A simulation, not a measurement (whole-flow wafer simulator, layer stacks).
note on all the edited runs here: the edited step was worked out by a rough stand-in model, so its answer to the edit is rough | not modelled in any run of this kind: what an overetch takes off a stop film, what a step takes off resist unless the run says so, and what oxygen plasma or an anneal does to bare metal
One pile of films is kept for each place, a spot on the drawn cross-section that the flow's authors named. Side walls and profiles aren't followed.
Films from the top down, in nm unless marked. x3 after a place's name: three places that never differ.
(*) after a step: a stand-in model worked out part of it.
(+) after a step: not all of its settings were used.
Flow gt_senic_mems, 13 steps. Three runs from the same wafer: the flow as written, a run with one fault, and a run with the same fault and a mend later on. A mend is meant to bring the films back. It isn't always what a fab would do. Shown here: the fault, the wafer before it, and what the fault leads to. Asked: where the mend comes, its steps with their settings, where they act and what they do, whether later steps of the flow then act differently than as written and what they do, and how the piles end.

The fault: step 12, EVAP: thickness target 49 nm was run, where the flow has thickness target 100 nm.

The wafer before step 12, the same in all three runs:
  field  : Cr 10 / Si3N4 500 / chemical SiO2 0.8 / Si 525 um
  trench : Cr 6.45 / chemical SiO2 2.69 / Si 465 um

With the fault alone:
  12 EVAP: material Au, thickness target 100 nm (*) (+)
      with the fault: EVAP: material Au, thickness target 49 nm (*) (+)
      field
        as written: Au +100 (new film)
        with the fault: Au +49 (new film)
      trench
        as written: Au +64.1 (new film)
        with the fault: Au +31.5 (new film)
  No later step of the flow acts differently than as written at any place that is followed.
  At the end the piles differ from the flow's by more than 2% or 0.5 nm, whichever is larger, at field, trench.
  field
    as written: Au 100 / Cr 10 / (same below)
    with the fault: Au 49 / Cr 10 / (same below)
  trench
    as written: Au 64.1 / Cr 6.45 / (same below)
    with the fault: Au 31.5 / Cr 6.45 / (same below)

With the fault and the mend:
  The mend comes after step 13.
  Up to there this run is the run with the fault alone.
  13a EVAP: material Au, thickness target 51 nm (*) (+) (the flow's step 12 once more, with other settings)
      field
        Au +51
      trench
        Au +32.8
  No later step of the flow acts differently than as written at any place that is followed.
  At the end the piles differ from the flow's only slightly at the places that both follow, by at most 2% or 0.5 nm, whichever is larger.
